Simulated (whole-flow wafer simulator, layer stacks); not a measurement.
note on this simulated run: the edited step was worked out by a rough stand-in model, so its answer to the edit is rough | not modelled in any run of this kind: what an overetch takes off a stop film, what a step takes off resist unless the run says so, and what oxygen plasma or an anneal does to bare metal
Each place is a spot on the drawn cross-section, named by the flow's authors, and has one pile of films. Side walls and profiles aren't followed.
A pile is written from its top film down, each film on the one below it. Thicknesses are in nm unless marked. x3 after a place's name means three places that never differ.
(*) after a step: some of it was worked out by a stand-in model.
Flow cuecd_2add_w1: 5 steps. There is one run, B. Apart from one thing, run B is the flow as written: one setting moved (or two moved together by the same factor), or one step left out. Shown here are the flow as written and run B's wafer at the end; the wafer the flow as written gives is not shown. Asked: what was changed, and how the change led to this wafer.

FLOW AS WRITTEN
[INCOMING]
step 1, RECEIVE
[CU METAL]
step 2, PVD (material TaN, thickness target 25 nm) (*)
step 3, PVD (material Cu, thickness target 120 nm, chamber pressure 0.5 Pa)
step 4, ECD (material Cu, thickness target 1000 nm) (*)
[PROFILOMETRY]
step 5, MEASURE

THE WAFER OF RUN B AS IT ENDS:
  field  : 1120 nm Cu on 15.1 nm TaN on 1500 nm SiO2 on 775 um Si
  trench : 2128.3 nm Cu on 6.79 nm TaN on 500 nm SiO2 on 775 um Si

Cause: step 2, PVD: thickness target 15.1 nm was run, though the flow has thickness target 25 nm.
The wafer itself shows it: field has TaN 15.1, and step 2 as written asks for 25 nm.

Step by step, how the change led to this:
  step 2, PVD (material TaN, thickness target 25 nm) (*)
      field: TaN gains 15.1 (new film) (in the flow as written it would be: TaN gains 25 (new film))
      trench: TaN gains 6.79 (new film) (in the flow as written it would be: TaN gains 11.2 (new film))
